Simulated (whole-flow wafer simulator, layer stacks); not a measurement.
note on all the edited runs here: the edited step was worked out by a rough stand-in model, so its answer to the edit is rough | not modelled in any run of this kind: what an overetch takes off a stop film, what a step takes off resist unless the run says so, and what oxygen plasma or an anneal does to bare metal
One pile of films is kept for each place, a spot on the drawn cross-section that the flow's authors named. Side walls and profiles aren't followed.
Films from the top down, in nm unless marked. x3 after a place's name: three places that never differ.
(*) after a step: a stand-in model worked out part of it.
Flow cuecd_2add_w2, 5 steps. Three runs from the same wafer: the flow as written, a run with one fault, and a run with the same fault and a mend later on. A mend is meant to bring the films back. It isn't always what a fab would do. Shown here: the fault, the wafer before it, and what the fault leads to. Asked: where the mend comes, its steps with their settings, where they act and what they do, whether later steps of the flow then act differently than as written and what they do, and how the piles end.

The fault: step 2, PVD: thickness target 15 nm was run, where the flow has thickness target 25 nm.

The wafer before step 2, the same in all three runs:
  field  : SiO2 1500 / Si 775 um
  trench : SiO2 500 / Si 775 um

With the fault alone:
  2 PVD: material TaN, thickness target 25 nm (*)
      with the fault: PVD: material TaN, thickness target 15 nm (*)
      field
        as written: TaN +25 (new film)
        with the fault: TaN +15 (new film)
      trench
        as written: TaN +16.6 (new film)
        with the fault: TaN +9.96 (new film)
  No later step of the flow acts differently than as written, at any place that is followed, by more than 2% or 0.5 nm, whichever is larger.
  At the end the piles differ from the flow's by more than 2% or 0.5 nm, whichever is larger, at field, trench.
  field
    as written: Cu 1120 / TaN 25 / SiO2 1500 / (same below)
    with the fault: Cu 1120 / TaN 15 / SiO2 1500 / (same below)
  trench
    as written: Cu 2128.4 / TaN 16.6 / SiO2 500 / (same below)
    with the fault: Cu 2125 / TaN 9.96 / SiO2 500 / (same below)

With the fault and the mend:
  The mend comes after step 2.
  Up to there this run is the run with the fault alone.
  2a PVD: material TaN, thickness target 10 nm (*) (the flow's step 2 once more, with other settings)
      field
        TaN +10
      trench
        TaN +6.61
  No later step of the flow acts differently than as written at any place that is followed.
  At the end the piles are the same as the flow's at every place that both follow.
